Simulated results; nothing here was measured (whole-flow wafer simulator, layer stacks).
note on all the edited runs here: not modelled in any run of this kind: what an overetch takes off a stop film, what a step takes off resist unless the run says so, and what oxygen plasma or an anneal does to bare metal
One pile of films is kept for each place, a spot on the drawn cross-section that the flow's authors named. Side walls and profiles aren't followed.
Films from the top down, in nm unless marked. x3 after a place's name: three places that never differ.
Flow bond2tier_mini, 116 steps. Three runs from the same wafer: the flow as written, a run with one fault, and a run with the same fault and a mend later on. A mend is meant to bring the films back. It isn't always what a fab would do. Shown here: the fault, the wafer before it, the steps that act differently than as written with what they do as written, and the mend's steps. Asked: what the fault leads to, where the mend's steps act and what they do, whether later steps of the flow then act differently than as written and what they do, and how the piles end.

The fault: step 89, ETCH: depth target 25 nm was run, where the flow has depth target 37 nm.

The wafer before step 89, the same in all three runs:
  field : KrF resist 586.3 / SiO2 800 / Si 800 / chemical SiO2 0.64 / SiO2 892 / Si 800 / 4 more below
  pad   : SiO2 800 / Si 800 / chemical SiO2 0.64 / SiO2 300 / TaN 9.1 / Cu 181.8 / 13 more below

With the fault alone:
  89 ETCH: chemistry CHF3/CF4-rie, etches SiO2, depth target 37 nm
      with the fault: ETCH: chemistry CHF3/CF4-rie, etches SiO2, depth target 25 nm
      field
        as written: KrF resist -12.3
        with the fault: KrF resist -8.33
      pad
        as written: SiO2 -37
        with the fault: SiO2 -25
  No later step of the flow acts differently than as written, at any place that is followed, by more than 2% or 0.5 nm, whichever is larger.
  At the end the piles differ from the flow's by more than 2% or 0.5 nm, whichever is larger, at pad.
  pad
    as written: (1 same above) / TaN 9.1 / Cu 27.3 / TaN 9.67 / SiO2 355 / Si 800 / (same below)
    with the fault: (1 same above) / TaN 9.1 / Cu 15.2 / TaN 9.78 / SiO2 367 / Si 800 / (same below)

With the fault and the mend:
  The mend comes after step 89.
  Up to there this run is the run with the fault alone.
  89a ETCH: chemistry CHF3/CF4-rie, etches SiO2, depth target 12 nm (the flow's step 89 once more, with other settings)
      field
        KrF resist -4
      pad
        SiO2 -12
  No later step of the flow acts differently than as written at any place that is followed.
  At the end the piles are the same as the flow's at every place that both follow.
